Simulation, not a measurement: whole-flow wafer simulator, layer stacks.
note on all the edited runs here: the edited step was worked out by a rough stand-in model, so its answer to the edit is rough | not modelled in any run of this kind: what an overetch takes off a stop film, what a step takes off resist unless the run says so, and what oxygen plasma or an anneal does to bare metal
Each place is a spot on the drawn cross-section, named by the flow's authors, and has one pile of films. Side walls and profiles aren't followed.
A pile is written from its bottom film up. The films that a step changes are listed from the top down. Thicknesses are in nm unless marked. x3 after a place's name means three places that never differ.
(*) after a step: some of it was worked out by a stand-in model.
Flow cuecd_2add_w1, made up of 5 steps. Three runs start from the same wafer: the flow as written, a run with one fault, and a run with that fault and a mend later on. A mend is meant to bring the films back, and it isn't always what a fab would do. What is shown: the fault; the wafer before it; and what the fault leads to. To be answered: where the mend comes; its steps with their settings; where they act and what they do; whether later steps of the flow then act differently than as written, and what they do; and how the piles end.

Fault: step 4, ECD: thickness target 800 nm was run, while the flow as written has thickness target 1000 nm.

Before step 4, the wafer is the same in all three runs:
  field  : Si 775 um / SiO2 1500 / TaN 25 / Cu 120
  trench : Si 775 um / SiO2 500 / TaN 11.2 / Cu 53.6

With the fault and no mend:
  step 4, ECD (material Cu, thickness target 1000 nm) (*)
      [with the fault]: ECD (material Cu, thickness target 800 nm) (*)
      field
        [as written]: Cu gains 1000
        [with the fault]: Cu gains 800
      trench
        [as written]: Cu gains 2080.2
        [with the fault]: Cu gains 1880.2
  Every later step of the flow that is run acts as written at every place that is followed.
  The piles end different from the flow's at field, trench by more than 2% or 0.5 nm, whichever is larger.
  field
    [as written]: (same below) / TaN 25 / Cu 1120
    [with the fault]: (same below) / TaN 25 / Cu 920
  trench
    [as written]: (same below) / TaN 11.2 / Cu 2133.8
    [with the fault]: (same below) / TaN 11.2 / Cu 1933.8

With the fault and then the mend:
  After step 5 comes the mend.
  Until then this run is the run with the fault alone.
  step 5a, ECD (material Cu, thickness target 200 nm) (the flow's step 4, run once more with other settings)
      field, trench
        Cu gains 200
  Every later step of the flow that is run acts as written at every place that is followed.
  The piles end the same as the flow's at every place that both follow.
